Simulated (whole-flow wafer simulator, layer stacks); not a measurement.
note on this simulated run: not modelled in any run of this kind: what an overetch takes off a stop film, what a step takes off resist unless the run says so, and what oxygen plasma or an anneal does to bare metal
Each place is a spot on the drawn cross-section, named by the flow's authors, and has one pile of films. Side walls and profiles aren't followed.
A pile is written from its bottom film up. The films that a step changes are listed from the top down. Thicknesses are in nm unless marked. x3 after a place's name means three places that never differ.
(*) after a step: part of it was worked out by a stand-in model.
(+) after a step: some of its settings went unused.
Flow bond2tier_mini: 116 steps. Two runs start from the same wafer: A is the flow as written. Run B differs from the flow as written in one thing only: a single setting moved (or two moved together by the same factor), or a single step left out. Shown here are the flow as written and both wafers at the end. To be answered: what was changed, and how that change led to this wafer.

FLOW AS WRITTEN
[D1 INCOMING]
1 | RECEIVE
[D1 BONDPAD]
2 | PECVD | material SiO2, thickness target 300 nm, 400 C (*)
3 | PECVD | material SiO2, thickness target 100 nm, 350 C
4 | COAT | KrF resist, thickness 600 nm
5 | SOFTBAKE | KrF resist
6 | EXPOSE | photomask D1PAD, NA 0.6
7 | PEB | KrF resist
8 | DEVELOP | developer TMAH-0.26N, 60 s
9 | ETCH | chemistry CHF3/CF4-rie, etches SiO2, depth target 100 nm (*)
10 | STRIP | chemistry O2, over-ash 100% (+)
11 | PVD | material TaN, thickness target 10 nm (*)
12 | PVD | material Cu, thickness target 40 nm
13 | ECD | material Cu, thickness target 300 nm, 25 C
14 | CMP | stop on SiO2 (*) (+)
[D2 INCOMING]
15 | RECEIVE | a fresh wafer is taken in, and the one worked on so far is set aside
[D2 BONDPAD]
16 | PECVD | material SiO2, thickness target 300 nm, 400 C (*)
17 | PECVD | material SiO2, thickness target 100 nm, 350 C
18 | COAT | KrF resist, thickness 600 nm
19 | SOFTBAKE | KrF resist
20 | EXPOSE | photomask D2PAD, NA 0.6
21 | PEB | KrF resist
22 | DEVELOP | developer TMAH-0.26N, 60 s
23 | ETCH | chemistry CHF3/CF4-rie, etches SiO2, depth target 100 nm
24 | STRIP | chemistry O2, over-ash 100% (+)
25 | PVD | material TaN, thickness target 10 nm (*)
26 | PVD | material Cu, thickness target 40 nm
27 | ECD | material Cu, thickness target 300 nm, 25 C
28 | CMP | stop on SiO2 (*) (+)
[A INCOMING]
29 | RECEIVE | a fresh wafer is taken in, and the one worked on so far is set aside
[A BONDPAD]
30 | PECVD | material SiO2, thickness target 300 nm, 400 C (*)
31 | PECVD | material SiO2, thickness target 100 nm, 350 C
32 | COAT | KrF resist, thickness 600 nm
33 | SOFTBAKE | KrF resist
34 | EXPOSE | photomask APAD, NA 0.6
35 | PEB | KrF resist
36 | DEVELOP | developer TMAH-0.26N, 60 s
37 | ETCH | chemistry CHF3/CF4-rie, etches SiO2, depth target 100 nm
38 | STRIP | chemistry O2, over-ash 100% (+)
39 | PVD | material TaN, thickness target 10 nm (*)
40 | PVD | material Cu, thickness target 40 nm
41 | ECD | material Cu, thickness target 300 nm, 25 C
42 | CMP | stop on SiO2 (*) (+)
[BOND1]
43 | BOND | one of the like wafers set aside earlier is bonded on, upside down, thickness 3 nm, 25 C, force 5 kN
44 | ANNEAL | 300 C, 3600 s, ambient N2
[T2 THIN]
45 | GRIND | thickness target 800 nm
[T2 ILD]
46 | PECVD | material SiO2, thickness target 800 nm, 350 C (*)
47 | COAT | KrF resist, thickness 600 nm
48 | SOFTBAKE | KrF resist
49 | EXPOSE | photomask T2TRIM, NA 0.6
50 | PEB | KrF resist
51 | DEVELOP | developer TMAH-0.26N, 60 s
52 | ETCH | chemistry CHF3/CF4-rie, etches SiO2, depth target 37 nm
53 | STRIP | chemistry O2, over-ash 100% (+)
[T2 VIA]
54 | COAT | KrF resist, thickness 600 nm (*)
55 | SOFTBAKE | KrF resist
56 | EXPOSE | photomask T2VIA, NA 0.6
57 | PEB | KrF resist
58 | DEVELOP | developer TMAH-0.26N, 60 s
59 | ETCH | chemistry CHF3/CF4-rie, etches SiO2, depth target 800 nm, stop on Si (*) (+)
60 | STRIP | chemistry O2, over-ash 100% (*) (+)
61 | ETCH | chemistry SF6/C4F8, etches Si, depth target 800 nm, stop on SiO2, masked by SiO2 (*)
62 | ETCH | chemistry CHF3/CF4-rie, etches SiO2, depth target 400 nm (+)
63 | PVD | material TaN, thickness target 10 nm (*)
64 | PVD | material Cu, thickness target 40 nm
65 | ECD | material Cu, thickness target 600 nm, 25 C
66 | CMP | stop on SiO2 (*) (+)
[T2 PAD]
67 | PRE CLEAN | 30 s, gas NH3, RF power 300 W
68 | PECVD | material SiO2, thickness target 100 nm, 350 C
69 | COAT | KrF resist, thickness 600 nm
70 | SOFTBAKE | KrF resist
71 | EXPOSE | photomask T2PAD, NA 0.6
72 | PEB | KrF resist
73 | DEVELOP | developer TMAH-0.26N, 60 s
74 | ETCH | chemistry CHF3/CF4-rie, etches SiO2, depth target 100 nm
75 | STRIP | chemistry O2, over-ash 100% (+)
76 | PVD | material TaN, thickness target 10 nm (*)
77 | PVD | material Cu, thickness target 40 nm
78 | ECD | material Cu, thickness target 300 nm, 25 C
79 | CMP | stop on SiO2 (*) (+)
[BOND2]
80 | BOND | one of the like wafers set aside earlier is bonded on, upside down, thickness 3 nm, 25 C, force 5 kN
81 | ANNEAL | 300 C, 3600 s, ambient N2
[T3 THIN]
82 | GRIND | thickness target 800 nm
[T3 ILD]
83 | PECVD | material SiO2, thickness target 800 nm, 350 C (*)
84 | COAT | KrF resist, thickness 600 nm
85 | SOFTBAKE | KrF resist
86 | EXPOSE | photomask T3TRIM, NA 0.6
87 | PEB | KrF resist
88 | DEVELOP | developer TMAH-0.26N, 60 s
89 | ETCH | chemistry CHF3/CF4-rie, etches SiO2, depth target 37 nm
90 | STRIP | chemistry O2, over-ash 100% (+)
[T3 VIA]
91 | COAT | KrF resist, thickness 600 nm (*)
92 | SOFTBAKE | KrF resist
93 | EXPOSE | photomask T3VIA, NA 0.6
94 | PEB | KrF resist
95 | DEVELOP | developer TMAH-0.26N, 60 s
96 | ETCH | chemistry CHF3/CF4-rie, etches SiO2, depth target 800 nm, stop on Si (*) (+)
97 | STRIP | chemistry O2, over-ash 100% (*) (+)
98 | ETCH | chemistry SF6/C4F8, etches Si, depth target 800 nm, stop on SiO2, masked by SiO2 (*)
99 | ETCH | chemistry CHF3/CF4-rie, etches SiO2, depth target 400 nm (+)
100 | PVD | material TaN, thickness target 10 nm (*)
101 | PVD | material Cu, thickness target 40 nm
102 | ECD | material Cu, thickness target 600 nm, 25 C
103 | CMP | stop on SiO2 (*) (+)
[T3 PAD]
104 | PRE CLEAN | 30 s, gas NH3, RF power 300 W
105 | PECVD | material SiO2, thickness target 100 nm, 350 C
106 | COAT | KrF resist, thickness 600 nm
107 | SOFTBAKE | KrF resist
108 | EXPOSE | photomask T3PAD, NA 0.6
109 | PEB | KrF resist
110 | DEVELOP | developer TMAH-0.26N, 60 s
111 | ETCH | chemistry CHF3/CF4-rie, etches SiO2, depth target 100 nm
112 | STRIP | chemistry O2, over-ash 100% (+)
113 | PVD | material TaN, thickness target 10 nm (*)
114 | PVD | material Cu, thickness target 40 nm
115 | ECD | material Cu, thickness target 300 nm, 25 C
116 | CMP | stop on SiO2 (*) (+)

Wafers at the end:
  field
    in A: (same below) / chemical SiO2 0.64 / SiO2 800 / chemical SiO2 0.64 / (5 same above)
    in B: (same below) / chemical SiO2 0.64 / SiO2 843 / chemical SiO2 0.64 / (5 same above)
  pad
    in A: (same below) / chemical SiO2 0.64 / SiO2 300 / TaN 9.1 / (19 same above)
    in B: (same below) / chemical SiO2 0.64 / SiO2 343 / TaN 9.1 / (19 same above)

What caused this: step 31, PECVD: thickness target 143 nm was run, whereas the flow has thickness target 100 nm.

The path from the change to this, step by step:
  31 | PECVD | material SiO2, thickness target 100 nm, 350 C
      field, pad, via: A SiO2 gains 100 | B SiO2 gains 143
